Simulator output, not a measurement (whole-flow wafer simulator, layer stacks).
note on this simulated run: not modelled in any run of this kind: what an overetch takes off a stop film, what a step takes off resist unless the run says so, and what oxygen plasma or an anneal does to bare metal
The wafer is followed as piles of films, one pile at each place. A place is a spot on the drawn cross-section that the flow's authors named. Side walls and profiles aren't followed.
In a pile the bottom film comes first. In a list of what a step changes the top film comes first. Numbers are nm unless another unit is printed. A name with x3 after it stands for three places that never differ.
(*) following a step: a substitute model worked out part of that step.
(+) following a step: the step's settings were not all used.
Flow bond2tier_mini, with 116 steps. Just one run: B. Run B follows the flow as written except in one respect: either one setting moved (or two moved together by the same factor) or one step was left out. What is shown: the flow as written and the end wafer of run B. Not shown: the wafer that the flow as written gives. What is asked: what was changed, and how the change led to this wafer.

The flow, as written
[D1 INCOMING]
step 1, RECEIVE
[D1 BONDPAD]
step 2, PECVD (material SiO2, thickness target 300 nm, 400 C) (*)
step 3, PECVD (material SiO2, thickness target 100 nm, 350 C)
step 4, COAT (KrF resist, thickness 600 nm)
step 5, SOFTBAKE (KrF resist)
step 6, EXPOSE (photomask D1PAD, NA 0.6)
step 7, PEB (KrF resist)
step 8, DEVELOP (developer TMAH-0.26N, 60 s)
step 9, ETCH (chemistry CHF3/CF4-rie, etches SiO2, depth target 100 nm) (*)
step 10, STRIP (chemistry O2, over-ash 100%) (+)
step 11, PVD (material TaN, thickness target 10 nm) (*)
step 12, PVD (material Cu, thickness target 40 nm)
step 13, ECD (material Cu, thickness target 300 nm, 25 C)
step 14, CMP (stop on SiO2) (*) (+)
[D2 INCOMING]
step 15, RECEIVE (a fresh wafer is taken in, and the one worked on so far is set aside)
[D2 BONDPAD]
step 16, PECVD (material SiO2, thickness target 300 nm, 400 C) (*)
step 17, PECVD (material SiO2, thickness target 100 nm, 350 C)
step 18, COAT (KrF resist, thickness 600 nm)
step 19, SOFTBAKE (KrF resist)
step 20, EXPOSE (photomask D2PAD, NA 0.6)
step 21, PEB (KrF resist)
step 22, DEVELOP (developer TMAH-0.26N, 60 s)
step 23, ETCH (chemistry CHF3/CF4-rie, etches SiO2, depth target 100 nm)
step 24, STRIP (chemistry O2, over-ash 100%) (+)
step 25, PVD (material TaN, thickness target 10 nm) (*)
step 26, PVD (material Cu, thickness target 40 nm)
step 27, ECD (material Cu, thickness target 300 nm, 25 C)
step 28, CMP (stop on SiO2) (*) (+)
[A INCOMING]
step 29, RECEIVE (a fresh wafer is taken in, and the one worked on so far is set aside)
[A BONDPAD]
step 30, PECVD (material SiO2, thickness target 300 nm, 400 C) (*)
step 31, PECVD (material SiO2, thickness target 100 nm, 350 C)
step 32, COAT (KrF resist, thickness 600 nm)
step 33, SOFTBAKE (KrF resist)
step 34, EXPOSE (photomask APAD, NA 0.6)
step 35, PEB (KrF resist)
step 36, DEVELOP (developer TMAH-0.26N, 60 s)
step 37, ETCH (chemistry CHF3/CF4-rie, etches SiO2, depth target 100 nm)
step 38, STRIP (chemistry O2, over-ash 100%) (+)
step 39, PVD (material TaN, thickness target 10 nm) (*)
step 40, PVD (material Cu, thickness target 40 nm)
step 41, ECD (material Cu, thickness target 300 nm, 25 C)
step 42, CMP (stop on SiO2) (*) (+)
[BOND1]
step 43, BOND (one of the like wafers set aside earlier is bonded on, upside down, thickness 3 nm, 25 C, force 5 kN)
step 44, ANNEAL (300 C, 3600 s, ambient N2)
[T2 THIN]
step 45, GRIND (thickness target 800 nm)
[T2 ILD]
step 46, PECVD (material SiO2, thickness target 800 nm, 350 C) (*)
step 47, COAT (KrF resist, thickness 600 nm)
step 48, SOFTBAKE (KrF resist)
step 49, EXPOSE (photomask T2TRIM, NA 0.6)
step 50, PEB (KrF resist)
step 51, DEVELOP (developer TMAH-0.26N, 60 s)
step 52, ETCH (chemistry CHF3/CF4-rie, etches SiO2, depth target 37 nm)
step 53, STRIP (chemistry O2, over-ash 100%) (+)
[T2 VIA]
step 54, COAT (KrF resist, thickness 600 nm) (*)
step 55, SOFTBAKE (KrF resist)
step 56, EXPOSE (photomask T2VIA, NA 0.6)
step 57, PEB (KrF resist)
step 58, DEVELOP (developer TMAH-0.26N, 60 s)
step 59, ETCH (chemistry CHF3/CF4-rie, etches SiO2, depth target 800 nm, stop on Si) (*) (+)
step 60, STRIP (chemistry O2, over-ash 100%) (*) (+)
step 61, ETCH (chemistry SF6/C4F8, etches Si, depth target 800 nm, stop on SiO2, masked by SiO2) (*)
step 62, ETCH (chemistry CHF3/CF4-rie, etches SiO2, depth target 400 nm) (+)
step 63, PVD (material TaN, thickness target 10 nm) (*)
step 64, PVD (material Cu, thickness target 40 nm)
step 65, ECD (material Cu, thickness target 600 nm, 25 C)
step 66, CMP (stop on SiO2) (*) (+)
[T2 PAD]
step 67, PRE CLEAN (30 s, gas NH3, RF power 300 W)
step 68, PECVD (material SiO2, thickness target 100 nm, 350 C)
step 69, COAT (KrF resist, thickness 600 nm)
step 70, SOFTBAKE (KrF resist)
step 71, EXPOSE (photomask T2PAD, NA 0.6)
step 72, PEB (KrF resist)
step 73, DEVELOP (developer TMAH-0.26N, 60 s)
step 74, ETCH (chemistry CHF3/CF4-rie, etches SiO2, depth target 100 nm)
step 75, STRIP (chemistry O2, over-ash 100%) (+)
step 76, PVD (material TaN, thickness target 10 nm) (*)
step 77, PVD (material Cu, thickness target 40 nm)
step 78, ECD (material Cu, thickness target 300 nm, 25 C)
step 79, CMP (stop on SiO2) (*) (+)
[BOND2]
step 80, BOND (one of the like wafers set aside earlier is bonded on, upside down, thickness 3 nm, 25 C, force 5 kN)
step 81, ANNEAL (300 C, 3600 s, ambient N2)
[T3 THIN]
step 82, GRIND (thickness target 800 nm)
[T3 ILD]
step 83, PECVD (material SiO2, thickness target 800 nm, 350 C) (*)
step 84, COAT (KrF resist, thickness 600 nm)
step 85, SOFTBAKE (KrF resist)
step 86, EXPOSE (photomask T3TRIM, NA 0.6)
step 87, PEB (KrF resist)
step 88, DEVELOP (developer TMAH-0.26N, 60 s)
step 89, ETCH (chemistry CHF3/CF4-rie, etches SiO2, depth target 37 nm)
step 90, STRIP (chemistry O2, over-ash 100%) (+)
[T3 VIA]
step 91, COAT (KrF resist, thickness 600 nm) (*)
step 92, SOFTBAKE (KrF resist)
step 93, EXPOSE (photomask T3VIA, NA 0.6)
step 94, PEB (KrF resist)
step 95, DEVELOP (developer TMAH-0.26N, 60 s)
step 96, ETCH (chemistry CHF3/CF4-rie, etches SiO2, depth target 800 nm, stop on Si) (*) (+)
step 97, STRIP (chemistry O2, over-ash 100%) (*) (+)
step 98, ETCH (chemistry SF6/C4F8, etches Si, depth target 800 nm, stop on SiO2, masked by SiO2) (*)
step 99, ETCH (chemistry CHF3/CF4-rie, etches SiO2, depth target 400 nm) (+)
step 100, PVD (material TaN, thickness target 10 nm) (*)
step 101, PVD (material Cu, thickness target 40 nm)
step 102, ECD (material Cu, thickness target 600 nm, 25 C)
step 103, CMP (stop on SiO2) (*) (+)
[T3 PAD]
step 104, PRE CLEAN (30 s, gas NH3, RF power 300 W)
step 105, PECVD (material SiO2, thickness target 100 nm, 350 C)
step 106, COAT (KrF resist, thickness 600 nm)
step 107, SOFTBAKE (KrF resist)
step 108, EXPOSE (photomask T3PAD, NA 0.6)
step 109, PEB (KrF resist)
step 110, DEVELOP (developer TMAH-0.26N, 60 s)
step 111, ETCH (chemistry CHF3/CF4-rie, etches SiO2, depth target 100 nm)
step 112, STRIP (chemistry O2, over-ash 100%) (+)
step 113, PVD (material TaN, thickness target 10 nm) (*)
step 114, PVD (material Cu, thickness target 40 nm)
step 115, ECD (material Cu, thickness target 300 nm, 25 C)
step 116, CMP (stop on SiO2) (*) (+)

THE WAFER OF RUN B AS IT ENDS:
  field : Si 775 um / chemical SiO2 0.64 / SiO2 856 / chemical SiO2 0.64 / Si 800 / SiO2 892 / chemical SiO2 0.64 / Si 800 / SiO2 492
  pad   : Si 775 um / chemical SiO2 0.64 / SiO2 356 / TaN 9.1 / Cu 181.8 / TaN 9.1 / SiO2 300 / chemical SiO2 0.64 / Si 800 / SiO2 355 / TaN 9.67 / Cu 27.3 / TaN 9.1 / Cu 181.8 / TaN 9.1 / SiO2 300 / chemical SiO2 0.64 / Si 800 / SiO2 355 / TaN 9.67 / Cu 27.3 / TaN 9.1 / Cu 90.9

Cause: step 31, PECVD: thickness target 156 nm was run, while the flow as written has thickness target 100 nm.

Step by step, how the change led to this:
  step 31, PECVD (material SiO2, thickness target 100 nm, 350 C)
      field, pad, via: SiO2 gains 156 (in the flow as written it would be: SiO2 gains 100)
